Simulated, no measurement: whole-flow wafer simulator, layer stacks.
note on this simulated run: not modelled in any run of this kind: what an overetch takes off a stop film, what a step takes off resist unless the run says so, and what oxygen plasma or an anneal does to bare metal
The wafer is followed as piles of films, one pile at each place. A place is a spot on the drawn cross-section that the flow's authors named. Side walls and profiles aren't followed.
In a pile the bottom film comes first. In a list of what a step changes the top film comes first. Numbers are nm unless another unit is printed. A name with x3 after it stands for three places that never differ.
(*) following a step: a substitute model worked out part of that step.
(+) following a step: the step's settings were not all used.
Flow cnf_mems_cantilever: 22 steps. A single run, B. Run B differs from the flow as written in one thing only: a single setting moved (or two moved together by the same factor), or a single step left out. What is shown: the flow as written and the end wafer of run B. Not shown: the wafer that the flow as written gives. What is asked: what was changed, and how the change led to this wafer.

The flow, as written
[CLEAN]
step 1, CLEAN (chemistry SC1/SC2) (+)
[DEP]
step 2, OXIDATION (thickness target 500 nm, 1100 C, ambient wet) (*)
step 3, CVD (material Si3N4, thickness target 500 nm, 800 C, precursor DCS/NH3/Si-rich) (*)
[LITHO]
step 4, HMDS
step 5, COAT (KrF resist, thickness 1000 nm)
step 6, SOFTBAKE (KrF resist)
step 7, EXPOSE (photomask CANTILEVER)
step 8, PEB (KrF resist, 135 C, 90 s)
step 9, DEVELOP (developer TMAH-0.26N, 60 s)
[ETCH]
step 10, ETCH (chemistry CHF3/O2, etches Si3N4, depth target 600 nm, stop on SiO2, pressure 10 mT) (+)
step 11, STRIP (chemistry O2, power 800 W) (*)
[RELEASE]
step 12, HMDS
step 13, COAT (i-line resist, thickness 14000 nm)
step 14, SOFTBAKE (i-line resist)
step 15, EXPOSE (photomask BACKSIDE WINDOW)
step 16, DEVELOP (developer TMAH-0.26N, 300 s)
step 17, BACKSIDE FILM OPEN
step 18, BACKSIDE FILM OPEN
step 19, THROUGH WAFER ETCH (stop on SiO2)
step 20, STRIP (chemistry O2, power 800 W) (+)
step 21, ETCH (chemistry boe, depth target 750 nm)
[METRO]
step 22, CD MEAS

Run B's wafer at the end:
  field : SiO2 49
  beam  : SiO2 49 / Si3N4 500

What caused this: step 21, ETCH: depth target 451 nm was run, whereas the flow has depth target 750 nm.

Step by step, how the change led to this:
  step 21, ETCH (chemistry boe, depth target 750 nm)
      field: -451 SiO2 (as written it would have been: -500 SiO2 (all of it))
      beam: under 1 film: -451 SiO2 (as written it would have been: under 1 film: -500 SiO2 (all of it))
